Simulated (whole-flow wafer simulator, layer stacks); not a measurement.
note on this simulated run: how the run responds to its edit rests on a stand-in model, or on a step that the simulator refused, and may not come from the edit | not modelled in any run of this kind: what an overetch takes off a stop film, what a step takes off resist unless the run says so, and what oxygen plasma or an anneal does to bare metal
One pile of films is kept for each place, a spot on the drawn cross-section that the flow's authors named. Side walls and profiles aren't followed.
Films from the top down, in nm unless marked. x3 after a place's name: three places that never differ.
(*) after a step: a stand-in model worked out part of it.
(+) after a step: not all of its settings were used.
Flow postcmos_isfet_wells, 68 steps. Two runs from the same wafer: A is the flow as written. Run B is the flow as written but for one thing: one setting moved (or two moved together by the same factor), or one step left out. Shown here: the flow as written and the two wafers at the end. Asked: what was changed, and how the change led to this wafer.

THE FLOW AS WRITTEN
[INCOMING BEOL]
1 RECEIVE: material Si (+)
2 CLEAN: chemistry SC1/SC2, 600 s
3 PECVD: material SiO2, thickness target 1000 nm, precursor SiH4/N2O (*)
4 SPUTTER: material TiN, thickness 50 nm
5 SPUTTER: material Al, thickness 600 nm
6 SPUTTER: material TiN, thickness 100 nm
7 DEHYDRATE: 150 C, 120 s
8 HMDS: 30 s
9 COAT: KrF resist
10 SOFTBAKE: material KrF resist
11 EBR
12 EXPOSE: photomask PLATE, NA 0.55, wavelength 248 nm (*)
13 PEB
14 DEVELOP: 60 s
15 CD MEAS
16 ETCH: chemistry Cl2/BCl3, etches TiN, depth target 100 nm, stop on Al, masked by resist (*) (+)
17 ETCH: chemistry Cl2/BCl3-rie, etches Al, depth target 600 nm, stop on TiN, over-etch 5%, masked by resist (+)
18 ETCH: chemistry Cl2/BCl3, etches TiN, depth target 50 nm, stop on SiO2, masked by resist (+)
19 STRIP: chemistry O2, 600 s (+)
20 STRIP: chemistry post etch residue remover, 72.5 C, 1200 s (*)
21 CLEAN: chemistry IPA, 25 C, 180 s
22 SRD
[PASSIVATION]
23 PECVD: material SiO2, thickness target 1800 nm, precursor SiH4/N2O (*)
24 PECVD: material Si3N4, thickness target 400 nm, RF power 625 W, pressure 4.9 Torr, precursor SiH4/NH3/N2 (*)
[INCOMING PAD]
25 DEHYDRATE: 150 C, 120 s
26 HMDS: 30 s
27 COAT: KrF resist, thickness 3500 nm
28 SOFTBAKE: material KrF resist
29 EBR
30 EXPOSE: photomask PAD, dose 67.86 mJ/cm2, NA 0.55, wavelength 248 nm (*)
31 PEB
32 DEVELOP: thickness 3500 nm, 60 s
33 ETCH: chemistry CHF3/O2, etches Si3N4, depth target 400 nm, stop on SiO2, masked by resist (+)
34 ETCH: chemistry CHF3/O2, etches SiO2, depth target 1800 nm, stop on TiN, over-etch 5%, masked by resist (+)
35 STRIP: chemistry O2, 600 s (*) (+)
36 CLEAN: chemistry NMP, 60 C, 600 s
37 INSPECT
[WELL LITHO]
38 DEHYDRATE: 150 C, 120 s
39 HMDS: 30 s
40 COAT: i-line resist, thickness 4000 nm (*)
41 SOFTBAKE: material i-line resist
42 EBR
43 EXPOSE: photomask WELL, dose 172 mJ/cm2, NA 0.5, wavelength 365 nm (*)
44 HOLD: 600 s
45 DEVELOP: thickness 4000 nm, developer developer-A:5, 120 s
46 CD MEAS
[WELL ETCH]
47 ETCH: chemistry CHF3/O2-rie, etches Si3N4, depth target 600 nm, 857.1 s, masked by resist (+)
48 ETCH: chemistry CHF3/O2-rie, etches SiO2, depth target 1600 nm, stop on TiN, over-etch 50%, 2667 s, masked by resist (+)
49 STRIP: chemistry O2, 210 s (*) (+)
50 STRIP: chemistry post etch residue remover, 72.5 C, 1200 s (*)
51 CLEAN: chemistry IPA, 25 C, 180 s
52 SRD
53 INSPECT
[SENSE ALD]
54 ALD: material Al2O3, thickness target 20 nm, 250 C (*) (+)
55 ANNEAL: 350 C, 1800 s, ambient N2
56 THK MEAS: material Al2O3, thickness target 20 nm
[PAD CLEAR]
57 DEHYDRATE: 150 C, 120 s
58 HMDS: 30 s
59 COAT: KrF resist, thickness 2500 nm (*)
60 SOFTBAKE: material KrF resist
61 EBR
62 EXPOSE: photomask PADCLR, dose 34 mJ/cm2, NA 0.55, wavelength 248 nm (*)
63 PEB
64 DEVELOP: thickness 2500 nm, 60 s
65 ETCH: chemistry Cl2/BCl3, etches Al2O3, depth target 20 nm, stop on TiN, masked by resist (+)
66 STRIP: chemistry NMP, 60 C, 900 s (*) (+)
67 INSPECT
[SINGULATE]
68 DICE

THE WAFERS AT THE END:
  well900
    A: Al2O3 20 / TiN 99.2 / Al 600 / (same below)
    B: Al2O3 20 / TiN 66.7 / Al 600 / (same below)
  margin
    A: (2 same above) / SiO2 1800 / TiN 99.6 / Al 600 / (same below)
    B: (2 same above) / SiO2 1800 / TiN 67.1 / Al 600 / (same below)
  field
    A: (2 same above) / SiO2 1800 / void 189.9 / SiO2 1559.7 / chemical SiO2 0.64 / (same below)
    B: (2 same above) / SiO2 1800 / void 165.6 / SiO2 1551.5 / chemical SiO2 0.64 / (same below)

The cause: step 6, SPUTTER: thickness 67.5 nm was run, where the flow has thickness 100 nm.

How the change led to this, step by step:
  6 SPUTTER: material TiN, thickness 100 nm
      field, margin, well900, well1300 x3, pad_rim, pad_clr, pad_open: A TiN +100 (new film) | B TiN +67.5 (new film)
  16 ETCH: chemistry Cl2/BCl3, etches TiN, depth target 100 nm, stop on Al, masked by resist (*) (+)
      field: A TiN -100 (all of it) | B TiN -67.5 (all of it)
  23 PECVD: material SiO2, thickness target 1800 nm, precursor SiH4/N2O (*)
      field: A SiO2 +1800 (new film), void +189.9 (new film), SiO2 +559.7 | B SiO2 +1800 (new film), void +165.6 (new film), SiO2 +551.5
